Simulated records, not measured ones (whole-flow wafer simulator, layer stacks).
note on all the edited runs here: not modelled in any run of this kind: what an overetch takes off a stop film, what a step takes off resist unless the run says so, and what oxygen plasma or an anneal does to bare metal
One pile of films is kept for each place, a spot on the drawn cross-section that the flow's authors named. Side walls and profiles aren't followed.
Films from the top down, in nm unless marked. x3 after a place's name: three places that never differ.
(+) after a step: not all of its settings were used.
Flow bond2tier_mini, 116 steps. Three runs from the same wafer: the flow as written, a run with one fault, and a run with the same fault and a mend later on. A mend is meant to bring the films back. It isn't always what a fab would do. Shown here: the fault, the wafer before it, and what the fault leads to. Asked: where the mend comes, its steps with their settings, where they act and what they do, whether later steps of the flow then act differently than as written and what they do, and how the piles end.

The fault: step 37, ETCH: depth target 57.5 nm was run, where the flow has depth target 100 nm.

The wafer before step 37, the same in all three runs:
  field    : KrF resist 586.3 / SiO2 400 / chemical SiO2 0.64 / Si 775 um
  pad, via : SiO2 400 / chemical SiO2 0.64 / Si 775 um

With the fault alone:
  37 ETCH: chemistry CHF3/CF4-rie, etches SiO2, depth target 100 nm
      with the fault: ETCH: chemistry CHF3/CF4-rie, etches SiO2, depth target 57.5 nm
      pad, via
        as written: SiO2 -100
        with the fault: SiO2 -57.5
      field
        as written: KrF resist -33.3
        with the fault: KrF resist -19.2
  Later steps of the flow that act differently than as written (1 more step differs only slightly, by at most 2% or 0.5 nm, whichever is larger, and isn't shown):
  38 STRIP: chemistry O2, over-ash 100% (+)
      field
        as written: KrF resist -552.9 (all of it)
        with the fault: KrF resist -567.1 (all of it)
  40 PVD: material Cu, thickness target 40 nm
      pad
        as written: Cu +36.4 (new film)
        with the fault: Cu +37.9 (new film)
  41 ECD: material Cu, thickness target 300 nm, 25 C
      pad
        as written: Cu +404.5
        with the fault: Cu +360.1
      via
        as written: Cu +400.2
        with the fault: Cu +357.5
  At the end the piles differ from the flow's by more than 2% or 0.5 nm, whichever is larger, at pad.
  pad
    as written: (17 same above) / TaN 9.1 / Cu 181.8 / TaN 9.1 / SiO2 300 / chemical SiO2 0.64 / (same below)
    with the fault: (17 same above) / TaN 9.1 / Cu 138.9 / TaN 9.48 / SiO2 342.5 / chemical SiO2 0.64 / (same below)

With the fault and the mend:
  The mend comes after step 37.
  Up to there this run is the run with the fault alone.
  37a ETCH: chemistry CHF3/CF4-rie, etches SiO2, depth target 42.5 nm (the flow's step 37 once more, with other settings)
      pad, via
        SiO2 -42.5
      field
        KrF resist -14.2
  No later step of the flow acts differently than as written at any place that is followed.
  At the end the piles are the same as the flow's at every place that both follow.
